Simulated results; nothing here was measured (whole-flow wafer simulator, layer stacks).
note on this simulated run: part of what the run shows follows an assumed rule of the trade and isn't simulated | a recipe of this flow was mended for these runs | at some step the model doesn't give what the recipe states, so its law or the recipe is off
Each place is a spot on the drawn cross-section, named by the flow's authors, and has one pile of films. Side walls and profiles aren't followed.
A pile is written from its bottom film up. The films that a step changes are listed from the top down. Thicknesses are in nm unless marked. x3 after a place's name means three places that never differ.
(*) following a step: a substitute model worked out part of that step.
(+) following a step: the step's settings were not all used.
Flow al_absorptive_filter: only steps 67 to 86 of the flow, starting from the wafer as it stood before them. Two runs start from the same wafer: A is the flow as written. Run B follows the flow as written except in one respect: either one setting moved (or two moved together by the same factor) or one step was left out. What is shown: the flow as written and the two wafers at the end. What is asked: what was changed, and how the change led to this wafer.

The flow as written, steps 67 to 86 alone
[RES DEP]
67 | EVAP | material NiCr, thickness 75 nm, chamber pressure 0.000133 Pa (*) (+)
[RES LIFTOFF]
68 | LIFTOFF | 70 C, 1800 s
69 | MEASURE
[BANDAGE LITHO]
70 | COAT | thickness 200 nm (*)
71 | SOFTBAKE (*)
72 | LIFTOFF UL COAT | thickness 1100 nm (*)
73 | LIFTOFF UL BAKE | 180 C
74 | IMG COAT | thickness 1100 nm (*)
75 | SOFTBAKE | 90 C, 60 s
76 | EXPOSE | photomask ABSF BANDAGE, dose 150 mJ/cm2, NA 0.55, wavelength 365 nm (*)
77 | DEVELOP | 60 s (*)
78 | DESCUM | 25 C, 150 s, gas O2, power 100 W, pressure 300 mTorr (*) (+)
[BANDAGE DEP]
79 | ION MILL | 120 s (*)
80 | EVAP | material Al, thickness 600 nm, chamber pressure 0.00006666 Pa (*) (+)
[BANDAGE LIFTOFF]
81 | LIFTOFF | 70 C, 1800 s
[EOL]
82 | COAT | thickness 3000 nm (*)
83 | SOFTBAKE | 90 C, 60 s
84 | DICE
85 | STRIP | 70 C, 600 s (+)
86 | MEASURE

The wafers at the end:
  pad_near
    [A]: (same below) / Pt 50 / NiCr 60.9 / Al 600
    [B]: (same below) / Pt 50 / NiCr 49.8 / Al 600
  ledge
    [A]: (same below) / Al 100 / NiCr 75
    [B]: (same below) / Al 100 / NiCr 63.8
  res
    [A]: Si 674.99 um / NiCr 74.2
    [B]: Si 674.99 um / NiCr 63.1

The reason: step 67, EVAP: thickness 63.75 nm was run, though the flow has thickness 75 nm.
One can read it off the wafer: ledge has NiCr 63.8, and step 67 as written asks for 75 nm.

How this came from the change, step by step:
  67 | EVAP | material NiCr, thickness 75 nm, chamber pressure 0.000133 Pa (*) (+)
      gnd, pad_far, ledge and 9 more: A NiCr gains 75 (new film) | B NiCr gains 63.8 (new film)
      pad_near, res: A NiCr gains 74.2 (new film) | B NiCr gains 63.1 (new film)
  68 | LIFTOFF | 70 C, 1800 s
      xa_field, xl_land, idc_field: A NiCr loses 75 (all of it), i-line-resist loses 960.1 (all of it), lift-off-underlayer loses 1100 (all of it), acrylic-e-beam-resist loses 200 (all of it) | B NiCr loses 63.8 (all of it), i-line-resist loses 960.1 (all of it), lift-off-underlayer loses 1100 (all of it), acrylic-e-beam-resist loses 200 (all of it)
      gnd: A NiCr loses 75 (all of it), i-line-resist loses 959.5 (all of it), lift-off-underlayer loses 1100.9 (all of it), acrylic-e-beam-resist loses 200.6 (all of it) | B NiCr loses 63.8 (all of it), i-line-resist loses 959.5 (all of it), lift-off-underlayer loses 1100.9 (all of it), acrylic-e-beam-resist loses 200.6 (all of it)
      (and at 7 other places as well)
  83 | SOFTBAKE | 90 C, 60 s
      gnd: A i-line-resist gains 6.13 | B i-line-resist gains 5.58
      ledge: A i-line-resist loses 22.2 | B i-line-resist loses 21.5
      (and at 1 other place as well)
